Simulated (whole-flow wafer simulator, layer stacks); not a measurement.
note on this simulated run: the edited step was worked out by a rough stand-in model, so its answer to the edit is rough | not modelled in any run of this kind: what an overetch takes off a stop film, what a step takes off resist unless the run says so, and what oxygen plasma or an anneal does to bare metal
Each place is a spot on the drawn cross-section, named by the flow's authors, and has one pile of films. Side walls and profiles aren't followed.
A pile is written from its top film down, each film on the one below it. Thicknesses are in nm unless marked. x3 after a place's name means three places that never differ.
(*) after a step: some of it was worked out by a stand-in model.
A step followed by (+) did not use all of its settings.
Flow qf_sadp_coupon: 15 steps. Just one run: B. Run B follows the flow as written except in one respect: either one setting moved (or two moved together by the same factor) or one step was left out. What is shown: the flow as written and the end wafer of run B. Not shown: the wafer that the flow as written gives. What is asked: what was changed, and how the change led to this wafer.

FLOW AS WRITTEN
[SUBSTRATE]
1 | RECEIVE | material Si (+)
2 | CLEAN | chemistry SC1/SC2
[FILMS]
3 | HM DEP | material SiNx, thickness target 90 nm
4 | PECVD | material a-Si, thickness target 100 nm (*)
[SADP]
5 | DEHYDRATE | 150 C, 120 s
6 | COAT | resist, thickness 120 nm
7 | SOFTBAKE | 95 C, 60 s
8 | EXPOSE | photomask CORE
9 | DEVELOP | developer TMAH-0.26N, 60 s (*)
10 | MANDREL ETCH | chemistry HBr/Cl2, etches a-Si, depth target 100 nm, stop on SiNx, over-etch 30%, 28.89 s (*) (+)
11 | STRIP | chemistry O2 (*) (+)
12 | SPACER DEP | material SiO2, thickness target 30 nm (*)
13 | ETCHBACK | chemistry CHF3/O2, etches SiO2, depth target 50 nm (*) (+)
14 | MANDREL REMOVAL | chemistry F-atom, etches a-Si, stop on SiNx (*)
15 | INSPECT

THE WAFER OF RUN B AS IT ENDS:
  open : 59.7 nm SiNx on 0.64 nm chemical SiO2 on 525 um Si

What caused this: step 10, MANDREL ETCH: depth target 137.5 nm was run, while the flow as written has depth target 100 nm.

Step by step, how the change led to this:
  10 | MANDREL ETCH | chemistry HBr/Cl2, etches a-Si, depth target 100 nm, stop on SiNx, over-etch 30%, 28.89 s (*) (+)
      m: -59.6 resist (as written it would have been: -43.3 resist)
      open: -100 a-Si (all of it), -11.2 SiNx (as written it would have been: -100 a-Si (all of it), -4.29 SiNx)
  11 | STRIP | chemistry O2 (*) (+)
      m: +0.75 chemical SiO2 (new film), -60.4 resist (all of it), -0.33 a-Si (as written it would have been: +0.74 chemical SiO2 (new film), -76.7 resist (all of it), -0.32 a-Si)
